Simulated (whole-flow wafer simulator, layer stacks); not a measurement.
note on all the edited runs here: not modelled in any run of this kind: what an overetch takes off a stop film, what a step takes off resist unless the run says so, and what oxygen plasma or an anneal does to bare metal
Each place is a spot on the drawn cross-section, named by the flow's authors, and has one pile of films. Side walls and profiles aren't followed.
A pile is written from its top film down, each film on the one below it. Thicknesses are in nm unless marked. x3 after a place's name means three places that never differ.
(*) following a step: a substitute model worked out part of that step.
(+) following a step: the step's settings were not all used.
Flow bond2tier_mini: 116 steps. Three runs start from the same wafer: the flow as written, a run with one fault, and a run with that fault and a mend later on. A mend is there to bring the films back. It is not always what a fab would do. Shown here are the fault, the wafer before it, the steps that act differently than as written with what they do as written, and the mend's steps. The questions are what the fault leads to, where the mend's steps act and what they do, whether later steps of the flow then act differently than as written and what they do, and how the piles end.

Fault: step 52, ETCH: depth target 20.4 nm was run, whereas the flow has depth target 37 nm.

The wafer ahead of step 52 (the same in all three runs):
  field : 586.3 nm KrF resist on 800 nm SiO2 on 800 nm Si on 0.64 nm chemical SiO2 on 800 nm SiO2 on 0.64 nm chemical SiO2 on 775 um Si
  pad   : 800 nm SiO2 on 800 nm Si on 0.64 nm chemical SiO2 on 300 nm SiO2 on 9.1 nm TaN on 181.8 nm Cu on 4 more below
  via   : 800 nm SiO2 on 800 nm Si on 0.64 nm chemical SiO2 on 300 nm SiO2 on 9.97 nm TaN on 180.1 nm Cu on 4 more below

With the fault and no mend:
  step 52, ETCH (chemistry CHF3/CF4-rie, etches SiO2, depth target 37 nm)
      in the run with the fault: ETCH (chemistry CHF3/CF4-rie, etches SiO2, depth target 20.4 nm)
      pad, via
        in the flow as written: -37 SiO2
        in the run with the fault: -20.4 SiO2
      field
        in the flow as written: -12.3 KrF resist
        in the run with the fault: -6.8 KrF resist
  Steps further on in the flow that do not act as written (not shown: 5 more steps that differ only slightly, by at most 2% or 0.5 nm, whichever is larger):
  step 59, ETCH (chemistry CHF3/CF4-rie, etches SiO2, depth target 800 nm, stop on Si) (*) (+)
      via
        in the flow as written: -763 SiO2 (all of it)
        in the run with the fault: -779.6 SiO2 (all of it)
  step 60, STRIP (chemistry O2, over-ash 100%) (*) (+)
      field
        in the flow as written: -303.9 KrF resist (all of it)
        in the run with the fault: -310.9 KrF resist (all of it)
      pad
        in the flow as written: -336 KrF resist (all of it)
        in the run with the fault: -328.6 KrF resist (all of it)
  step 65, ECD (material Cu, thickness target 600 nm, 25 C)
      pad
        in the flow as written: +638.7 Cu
        in the run with the fault: +621.3 Cu
  At pad, the piles at the end differ from the flow's by more than 2% or 0.5 nm, whichever is larger.
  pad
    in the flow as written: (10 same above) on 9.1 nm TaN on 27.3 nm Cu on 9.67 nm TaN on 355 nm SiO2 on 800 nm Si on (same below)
    in the run with the fault: (10 same above) on 9.1 nm TaN on 10.6 nm Cu on 9.82 nm TaN on 371.6 nm SiO2 on 800 nm Si on (same below)

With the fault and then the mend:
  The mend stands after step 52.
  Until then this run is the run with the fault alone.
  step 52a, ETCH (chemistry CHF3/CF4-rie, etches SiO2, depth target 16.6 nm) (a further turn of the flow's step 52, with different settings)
      pad, via
        -16.6 SiO2
      field
        -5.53 KrF resist
  Later steps of the flow that are run all act as written at every place that is followed.
  At every place that both follow, the piles at the end match the flow's.
